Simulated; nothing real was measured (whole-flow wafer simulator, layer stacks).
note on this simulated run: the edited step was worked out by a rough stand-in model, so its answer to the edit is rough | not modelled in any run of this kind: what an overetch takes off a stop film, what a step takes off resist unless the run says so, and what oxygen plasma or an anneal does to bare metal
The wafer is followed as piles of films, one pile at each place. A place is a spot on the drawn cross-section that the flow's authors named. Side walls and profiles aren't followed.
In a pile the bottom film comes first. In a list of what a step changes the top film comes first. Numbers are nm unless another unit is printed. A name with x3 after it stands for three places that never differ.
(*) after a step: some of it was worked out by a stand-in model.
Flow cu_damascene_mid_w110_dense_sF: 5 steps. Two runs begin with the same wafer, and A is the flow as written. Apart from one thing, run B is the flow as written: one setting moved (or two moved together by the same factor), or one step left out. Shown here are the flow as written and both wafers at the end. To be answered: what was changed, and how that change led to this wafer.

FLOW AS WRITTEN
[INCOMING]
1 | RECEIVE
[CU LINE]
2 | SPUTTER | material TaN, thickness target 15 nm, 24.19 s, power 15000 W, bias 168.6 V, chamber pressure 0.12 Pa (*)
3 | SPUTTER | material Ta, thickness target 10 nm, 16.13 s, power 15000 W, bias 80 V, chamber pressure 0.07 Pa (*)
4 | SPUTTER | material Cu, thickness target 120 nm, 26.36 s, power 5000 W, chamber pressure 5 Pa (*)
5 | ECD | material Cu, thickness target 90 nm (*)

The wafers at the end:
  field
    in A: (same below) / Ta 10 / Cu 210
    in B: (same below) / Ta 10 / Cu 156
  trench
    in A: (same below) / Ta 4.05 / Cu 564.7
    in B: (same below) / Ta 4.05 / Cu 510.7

The reason: step 5, ECD: thickness target 36 nm was run, whereas the flow has thickness target 90 nm.

Step by step, how the change led to this:
  5 | ECD | material Cu, thickness target 90 nm (*)
      field: A +90 Cu | B +36 Cu
      trench: A +529 Cu | B +475 Cu
